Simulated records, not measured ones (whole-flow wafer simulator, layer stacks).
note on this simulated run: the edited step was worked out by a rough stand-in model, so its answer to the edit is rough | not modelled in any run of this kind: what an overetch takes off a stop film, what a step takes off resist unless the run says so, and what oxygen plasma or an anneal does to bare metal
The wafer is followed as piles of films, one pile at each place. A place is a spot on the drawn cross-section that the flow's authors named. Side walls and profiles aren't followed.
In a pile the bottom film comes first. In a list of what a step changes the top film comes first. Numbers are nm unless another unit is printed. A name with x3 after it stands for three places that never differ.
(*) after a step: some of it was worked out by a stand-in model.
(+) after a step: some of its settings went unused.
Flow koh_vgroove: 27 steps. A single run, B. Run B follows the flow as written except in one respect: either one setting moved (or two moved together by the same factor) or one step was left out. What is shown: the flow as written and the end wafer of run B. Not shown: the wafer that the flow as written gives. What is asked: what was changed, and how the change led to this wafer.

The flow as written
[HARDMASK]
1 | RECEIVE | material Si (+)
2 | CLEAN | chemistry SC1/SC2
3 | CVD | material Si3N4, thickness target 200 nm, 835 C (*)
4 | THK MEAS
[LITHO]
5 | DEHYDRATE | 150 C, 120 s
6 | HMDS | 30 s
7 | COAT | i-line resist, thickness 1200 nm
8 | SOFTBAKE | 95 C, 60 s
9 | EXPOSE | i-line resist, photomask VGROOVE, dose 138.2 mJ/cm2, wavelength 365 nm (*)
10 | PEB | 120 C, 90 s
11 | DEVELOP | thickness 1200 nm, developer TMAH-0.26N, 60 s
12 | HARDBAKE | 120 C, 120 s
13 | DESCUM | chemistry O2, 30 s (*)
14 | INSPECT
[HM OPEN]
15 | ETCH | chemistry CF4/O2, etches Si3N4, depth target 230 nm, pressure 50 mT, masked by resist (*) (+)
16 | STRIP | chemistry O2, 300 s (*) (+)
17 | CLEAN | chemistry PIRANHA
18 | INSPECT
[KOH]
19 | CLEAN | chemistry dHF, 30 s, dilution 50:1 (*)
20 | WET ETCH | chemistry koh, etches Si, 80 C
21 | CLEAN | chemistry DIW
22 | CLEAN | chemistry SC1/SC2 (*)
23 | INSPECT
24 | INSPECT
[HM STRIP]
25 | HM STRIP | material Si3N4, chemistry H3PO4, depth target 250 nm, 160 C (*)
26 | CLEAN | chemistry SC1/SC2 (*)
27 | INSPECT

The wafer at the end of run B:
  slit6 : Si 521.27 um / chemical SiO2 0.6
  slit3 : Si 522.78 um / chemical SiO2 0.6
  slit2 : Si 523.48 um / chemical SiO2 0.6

What caused this: step 15, ETCH: depth target 201 nm was run, while the flow as written has depth target 230 nm.

The path from the change to this, step by step:
  15 | ETCH | chemistry CF4/O2, etches Si3N4, depth target 230 nm, pressure 50 mT, masked by resist (*) (+)
      slit3, slit2, slit6, slit20: -200 Si3N4 (all of it), -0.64 chemical SiO2 (all of it), -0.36 Si (it would be, as written: -200 Si3N4 (all of it), -0.64 chemical SiO2 (all of it), -29.4 Si)
      field: -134 i-line resist (it would be, as written: -153.3 i-line resist)
  16 | STRIP | chemistry O2, 300 s (*) (+)
      field: -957 i-line resist (all of it) (it would be, as written: -937.7 i-line resist (all of it))
